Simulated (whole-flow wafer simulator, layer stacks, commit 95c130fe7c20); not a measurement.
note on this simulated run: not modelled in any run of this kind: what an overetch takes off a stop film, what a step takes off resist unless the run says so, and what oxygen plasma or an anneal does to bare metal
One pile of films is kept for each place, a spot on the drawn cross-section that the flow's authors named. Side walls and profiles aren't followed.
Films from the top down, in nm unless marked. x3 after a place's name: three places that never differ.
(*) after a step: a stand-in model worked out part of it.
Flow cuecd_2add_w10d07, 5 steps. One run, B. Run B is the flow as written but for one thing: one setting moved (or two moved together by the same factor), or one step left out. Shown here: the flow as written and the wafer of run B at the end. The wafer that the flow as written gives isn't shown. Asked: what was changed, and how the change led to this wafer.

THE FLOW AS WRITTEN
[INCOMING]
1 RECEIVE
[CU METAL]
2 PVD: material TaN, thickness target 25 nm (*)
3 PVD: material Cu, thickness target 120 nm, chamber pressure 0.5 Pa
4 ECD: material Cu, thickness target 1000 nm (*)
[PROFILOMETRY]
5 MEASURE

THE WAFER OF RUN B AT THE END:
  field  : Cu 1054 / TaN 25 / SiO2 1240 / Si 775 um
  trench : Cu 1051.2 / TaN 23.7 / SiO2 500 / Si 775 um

The cause: step 3, PVD: thickness target 54 nm was run, where the flow has thickness target 120 nm.

How the change led to this, step by step:
  3 PVD: material Cu, thickness target 120 nm, chamber pressure 0.5 Pa
      field: Cu +54 (new film) (as written it would be: Cu +120 (new film))
      trench: Cu +51.2 (new film) (as written it would be: Cu +114 (new film))
